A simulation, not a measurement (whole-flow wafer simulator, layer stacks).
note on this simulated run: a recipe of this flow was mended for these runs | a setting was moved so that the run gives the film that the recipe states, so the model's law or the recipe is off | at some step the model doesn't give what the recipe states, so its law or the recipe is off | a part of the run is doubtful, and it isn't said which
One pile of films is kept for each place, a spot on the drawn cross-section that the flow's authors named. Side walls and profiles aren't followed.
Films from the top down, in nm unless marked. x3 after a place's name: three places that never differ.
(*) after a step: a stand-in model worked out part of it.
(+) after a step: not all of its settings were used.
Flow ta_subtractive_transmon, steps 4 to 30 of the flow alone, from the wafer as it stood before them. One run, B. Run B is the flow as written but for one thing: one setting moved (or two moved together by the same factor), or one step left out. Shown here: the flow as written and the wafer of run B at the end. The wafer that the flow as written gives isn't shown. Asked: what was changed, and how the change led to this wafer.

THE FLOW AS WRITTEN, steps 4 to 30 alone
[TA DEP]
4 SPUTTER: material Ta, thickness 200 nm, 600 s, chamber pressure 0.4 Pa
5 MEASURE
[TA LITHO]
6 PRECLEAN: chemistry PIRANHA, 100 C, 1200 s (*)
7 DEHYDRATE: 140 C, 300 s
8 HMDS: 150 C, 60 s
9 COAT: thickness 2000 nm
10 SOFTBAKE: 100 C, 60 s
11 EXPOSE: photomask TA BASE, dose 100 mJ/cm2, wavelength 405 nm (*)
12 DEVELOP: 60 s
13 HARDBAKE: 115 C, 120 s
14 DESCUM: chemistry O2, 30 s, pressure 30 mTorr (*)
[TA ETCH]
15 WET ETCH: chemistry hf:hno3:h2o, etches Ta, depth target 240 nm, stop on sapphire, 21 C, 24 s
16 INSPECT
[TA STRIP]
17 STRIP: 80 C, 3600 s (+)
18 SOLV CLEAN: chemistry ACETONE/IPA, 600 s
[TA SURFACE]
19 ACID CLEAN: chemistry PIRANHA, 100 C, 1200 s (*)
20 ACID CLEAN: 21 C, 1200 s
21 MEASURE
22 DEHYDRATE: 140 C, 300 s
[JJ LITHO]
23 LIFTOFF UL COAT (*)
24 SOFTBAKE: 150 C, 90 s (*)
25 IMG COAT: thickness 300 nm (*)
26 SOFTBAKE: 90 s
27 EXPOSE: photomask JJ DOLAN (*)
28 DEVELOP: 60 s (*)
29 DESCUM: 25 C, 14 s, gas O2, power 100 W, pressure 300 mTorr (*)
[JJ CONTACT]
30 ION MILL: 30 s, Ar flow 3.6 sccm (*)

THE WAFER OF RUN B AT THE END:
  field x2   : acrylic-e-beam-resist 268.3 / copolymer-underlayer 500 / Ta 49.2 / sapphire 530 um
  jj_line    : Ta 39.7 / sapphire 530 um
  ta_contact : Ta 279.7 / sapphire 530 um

The cause: step 4, SPUTTER: thickness 290 nm was run, where the flow has thickness 200 nm; step 4, SPUTTER: 870 s was run, where the flow has 600 s.

How the change led to this, step by step:
  4 SPUTTER: material Ta, thickness 200 nm, 600 s, chamber pressure 0.4 Pa
      field x2, jj_line, lead, ta_contact, ta_pad: Ta +290 (new film) (as written it would be: Ta +200 (new film))
  15 WET ETCH: chemistry hf:hno3:h2o, etches Ta, depth target 240 nm, stop on sapphire, 21 C, 24 s
      field x2, jj_line, lead: Ta -240 (as written it would be: Ta -199.7 (all of it))
  23 LIFTOFF UL COAT (*)
      ta_contact: copolymer-underlayer +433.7 (new film) (as written it would be: copolymer-underlayer +443.9 (new film))
  28 DEVELOP: 60 s (*)
      ta_contact: acrylic-e-beam-resist -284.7 (all of it), copolymer-underlayer -433.7 (all of it) (as written it would be: acrylic-e-beam-resist -287.5 (all of it), copolymer-underlayer -443.9 (all of it))
  30 ION MILL: 30 s, Ar flow 3.6 sccm (*)
      jj_line, lead: Ta -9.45 (as written it would be: sapphire -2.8)
Counting metal films that touch as one body, field x2 has 1 body; the flow as written gives 0 bodies.
Counting metal films that touch as one body, jj_line has 1 body; the flow as written gives 0 bodies.
